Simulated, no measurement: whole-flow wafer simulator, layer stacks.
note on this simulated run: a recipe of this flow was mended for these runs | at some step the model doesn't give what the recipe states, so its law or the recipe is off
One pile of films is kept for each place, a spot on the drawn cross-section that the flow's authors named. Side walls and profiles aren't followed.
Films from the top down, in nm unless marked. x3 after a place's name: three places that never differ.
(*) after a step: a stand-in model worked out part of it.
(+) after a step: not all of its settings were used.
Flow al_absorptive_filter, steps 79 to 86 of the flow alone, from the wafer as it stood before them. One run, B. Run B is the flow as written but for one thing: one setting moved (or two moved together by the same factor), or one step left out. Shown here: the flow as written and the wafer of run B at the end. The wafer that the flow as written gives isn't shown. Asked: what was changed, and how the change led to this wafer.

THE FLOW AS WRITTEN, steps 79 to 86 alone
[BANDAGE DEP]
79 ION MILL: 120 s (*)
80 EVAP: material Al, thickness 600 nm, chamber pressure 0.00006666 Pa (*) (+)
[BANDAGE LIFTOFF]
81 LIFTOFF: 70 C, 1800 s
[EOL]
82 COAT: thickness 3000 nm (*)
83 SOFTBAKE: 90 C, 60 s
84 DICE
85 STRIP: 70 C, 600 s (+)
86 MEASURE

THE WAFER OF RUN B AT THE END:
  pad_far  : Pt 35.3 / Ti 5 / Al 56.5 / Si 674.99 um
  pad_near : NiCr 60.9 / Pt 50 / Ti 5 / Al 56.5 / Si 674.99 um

The cause: step 80, EVAP: material Al, thickness 600 nm, chamber pressure 0.00006666 Pa (*) (+), was left out.

How the change led to this, step by step:
  81 LIFTOFF: 70 C, 1800 s
      xa_field, xl_land, idc_field: i-line-resist -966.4 (all of it), lift-off-underlayer -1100 (all of it), acrylic-e-beam-resist -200 (all of it) (as written it would be: Al -600 (all of it), i-line-resist -966.4 (all of it), lift-off-underlayer -1100 (all of it), acrylic-e-beam-resist -200 (all of it))
      gnd: i-line-resist -968.3 (all of it), lift-off-underlayer -1103.3 (all of it), acrylic-e-beam-resist -200.9 (all of it) (as written it would be: Al -600 (all of it), i-line-resist -968.3 (all of it), lift-off-underlayer -1103.3 (all of it), acrylic-e-beam-resist -200.9 (all of it))
      (and at 8 more places)
  82 COAT: thickness 3000 nm (*)
      gnd: i-line-resist +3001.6 (new film) (as written it would be: i-line-resist +3084.4 (new film))
      pad_far: i-line-resist +3007.3 (new film) (as written it would be: i-line-resist +2560.9 (new film))
      (and at 3 more places)
  83 SOFTBAKE: 90 C, 60 s
      gnd: i-line-resist +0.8 (as written it would be: i-line-resist +6.13)
      pad_far: i-line-resist -0.78 (as written it would be: i-line-resist -44.2)
      (and at 3 more places)
  85 STRIP: 70 C, 600 s (+)
      gnd: i-line-resist -3002.4 (all of it) (as written it would be: i-line-resist -3090.5 (all of it))
      pad_far: i-line-resist -3006.5 (all of it) (as written it would be: i-line-resist -2516.7 (all of it))
      (and at 3 more places)
Counting metal films that touch as one body, pad_near has 1 body; the flow as written gives 2 bodies (between them, from the top down: NiCr 60.9).
